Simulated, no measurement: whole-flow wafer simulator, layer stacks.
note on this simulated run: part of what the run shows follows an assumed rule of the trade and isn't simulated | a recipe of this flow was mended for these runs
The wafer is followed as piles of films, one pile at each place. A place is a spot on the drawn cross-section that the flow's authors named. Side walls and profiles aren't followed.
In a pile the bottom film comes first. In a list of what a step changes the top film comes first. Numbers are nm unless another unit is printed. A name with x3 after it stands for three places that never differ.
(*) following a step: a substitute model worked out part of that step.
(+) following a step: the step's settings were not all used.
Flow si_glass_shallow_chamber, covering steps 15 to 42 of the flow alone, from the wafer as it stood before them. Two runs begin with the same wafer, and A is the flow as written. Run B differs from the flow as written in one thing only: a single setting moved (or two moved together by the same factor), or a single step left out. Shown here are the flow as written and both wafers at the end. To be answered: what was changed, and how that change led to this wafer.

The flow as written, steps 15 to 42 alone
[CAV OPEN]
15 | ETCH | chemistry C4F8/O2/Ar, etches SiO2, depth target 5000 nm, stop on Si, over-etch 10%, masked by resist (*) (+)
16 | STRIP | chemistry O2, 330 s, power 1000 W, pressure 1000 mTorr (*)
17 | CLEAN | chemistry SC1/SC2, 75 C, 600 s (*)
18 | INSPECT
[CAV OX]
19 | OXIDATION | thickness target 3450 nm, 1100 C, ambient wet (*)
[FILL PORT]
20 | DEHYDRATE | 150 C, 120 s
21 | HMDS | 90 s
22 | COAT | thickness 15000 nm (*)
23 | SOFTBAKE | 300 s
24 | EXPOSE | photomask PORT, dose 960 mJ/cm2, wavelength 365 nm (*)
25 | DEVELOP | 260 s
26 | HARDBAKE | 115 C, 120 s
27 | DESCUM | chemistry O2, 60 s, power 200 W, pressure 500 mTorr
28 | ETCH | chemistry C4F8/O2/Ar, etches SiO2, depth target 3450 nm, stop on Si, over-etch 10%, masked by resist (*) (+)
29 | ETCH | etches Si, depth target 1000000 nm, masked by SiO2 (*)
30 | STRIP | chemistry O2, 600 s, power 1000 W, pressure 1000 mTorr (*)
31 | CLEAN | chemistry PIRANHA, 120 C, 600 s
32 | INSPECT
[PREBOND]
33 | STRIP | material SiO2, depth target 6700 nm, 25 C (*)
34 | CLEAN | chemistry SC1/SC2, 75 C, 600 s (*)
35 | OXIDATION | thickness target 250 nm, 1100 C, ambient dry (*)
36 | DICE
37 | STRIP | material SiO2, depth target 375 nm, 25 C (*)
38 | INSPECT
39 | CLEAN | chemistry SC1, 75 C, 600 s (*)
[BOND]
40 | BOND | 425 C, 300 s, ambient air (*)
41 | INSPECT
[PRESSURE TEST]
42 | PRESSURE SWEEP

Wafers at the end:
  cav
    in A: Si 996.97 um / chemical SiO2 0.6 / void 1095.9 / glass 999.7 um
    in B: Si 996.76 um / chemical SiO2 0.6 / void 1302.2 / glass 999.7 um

What caused this: step 15, ETCH: depth target 6500 nm was run, whereas the flow has depth target 5000 nm.

How this came from the change, step by step:
  15 | ETCH | chemistry C4F8/O2/Ar, etches SiO2, depth target 5000 nm, stop on Si, over-etch 10%, masked by resist (*) (+)
      cav, port: A SiO2 loses 5000 (all of it), Si loses 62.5 | B SiO2 loses 5000 (all of it), Si loses 268.8
  22 | COAT | thickness 15000 nm (*)
      rim: A thick-i-line-resist gains 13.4 um (new film) | B thick-i-line-resist gains 13.32 um (new film)
      ramp: A thick-i-line-resist gains 12.89 um (new film) | B thick-i-line-resist gains 12.78 um (new film)
      (as well as at 3 more places)
  23 | SOFTBAKE | 300 s
      rim: A thick-i-line-resist loses 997 | B thick-i-line-resist loses 1055.3
      ramp: A thick-i-line-resist loses 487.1 | B thick-i-line-resist loses 518.1
      (as well as at 4 more places)
  25 | DEVELOP | 260 s
      port: A thick-i-line-resist loses 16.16 um (all of it) | B thick-i-line-resist loses 16.22 um (all of it)
  29 | ETCH | etches Si, depth target 1000000 nm, masked by SiO2 (*)
      rim, ramp: A thick-i-line-resist loses 11.47 um (all of it), SiO2 loses 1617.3 | B thick-i-line-resist loses 11.33 um (all of it), SiO2 loses 1692.4
      port: A hole gains 997.05 um (new film), Si loses 997.05 um (all of it) | B hole gains 996.84 um (new film), Si loses 996.84 um (all of it)
      (as well as at 2 more places)
  30 | STRIP | chemistry O2, 600 s, power 1000 W, pressure 1000 mTorr (*)
      cav: A thick-i-line-resist loses 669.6 (all of it) | B thick-i-line-resist loses 732.2 (all of it)
  40 | BOND | 425 C, 300 s, ambient air (*)
      cav: A glass gains 999.7 um (new film), void gains 1095.9 (new film) | B glass gains 999.7 um (new film), void gains 1302.2 (new film)
      port: A glass gains 999.7 um (new film), hole gains 1017.3 | B glass gains 999.7 um (new film), hole gains 1223.5
